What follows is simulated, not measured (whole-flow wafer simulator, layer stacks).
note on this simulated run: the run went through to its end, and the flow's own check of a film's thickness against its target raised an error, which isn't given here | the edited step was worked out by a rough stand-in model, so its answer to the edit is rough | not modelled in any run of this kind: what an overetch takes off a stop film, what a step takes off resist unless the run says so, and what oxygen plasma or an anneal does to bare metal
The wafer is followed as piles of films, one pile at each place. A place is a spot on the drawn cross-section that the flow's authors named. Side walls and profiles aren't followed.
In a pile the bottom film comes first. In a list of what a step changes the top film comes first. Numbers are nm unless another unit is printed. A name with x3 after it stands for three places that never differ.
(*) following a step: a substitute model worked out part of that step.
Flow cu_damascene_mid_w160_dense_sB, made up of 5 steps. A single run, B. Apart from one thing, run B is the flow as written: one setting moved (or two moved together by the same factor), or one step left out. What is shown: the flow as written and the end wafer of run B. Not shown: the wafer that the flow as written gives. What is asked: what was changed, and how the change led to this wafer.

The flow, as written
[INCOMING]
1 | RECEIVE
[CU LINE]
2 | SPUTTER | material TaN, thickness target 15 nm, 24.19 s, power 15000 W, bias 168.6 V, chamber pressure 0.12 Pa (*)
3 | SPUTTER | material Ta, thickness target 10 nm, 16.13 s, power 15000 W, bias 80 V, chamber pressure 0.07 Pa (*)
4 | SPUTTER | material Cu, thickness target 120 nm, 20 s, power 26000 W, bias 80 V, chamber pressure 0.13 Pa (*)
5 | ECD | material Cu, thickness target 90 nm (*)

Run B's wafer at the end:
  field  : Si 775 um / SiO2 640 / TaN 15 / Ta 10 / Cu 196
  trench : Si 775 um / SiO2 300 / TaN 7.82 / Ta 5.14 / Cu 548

The reason: step 5, ECD: thickness target 76 nm was run, though the flow has thickness target 90 nm.

Step by step, how the change led to this:
  5 | ECD | material Cu, thickness target 90 nm (*)
      field: +76 Cu (in the flow as written it would be: +90 Cu)
      trench: +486 Cu (in the flow as written it would be: +500 Cu)
